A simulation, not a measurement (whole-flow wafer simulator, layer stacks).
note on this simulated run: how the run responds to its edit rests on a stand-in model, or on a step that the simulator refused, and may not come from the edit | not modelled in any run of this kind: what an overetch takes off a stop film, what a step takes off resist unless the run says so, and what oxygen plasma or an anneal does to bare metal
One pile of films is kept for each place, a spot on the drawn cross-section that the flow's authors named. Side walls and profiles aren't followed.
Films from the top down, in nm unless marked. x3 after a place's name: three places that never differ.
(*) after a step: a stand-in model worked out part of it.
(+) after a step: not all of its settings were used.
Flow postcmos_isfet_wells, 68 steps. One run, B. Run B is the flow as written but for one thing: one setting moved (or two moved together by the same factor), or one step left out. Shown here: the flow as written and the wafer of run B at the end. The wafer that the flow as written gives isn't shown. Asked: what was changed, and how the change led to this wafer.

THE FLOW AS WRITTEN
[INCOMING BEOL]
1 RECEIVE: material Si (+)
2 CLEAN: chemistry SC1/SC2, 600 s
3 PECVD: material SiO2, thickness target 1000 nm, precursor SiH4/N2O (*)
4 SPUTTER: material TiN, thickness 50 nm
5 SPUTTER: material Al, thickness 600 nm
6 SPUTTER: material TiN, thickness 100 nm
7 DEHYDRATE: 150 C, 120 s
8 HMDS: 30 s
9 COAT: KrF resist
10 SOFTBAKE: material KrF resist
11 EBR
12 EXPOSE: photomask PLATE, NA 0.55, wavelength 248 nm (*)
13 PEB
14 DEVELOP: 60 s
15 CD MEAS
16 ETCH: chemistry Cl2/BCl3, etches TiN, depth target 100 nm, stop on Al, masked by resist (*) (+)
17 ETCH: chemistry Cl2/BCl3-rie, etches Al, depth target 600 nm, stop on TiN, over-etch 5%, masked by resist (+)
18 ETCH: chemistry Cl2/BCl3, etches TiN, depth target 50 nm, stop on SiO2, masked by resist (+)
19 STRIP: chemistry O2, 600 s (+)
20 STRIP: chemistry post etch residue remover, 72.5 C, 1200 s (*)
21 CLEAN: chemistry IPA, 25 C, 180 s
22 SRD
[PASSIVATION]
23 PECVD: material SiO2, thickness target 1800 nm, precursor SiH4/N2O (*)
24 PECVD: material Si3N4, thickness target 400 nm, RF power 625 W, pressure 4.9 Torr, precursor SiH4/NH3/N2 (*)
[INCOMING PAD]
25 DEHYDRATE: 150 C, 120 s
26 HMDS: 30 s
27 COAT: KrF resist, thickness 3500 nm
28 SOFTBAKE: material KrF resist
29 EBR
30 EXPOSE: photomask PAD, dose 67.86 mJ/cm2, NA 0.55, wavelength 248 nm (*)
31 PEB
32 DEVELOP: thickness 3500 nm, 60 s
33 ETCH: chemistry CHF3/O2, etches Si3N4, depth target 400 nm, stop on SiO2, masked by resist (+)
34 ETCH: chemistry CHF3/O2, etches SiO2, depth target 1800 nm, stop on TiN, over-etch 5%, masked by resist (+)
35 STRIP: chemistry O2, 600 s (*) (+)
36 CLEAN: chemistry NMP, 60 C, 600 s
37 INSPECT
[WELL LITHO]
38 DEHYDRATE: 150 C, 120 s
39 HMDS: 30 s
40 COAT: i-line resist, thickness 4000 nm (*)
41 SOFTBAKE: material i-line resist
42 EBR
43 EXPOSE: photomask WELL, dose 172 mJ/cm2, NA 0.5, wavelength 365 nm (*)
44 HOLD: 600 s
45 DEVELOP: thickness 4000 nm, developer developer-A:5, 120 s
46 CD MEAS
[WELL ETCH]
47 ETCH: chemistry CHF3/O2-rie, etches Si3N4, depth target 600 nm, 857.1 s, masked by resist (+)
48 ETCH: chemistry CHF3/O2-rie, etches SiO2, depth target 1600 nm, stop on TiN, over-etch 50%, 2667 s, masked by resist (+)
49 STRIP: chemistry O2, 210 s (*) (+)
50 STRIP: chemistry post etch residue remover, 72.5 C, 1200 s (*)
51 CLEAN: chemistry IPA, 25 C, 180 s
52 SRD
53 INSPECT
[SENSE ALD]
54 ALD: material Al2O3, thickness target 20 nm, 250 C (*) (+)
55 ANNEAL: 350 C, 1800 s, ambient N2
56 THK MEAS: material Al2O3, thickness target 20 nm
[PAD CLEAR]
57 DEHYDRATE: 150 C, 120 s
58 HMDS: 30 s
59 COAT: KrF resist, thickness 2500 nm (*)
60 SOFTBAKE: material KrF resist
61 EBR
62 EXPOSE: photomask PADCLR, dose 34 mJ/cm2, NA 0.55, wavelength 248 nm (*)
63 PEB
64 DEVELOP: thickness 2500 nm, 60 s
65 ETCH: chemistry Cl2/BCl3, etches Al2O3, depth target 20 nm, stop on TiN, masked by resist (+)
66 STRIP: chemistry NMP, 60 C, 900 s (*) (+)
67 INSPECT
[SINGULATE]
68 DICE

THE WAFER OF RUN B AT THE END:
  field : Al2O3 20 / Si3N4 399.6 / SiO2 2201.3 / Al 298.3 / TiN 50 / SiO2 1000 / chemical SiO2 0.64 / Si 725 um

The cause: step 17, ETCH: depth target 246 nm was run, where the flow has depth target 600 nm.

How the change led to this, step by step:
  17 ETCH: chemistry Cl2/BCl3-rie, etches Al, depth target 600 nm, stop on TiN, over-etch 5%, masked by resist (+)
      field: Al -246 (as written it would be: Al -600 (all of it))
      margin, well900, well1300 x3, pad_rim, pad_clr, pad_open: KrF resist -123 (as written it would be: KrF resist -300)
  18 ETCH: chemistry Cl2/BCl3, etches TiN, depth target 50 nm, stop on SiO2, masked by resist (+)
      field: Al -50 (as written it would be: TiN -50 (all of it))
  19 STRIP: chemistry O2, 600 s (+)
      margin, well900, well1300 x3, pad_rim, pad_clr, pad_open: KrF resist -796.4 (all of it) (as written it would be: KrF resist -619.4 (all of it))
  20 STRIP: chemistry post etch residue remover, 72.5 C, 1200 s (*)
      field: Al -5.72 (as written it would be: nothing)
  23 PECVD: material SiO2, thickness target 1800 nm, precursor SiH4/N2O (*)
      field: SiO2 +2201.3 (new film) (as written it would be: SiO2 +1800 (new film), void +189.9 (new film), SiO2 +559.7)
Counting metal films that touch as one body, field has 1 body; the flow as written gives 0 bodies.
